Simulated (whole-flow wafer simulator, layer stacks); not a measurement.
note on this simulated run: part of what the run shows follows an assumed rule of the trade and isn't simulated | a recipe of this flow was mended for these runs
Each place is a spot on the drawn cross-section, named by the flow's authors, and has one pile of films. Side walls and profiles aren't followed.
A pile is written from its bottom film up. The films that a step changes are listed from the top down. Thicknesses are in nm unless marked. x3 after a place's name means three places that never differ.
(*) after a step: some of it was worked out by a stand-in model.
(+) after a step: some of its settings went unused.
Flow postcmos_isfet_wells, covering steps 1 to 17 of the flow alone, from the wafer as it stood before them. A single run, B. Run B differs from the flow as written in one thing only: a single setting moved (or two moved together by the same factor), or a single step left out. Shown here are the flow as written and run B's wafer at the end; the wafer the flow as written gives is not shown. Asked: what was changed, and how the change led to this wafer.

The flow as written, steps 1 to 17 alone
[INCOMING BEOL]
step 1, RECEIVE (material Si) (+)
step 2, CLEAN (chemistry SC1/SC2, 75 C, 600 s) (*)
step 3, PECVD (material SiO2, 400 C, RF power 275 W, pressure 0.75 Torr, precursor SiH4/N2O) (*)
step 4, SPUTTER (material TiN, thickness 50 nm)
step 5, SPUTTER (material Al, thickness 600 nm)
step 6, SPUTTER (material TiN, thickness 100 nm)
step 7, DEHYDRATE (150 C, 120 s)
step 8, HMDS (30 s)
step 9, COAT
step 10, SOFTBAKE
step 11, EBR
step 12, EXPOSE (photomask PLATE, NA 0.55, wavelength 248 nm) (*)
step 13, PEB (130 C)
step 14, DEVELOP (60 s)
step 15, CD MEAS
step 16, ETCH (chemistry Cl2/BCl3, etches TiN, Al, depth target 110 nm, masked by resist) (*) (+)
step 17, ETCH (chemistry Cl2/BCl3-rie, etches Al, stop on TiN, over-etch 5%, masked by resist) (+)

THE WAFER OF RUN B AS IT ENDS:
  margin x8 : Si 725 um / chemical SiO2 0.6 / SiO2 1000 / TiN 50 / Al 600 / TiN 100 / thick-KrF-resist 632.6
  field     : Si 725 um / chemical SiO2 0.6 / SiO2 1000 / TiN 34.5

Cause: step 17, ETCH: over-etch 4.2% was run, though the flow has over-etch 5%.

The path from the change to this, step by step:
  step 17, ETCH (chemistry Cl2/BCl3-rie, etches Al, stop on TiN, over-etch 5%, masked by resist) (+)
      field: -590 Al (all of it), -15.5 TiN (in the flow as written it would be: -590 Al (all of it), -18.4 TiN)
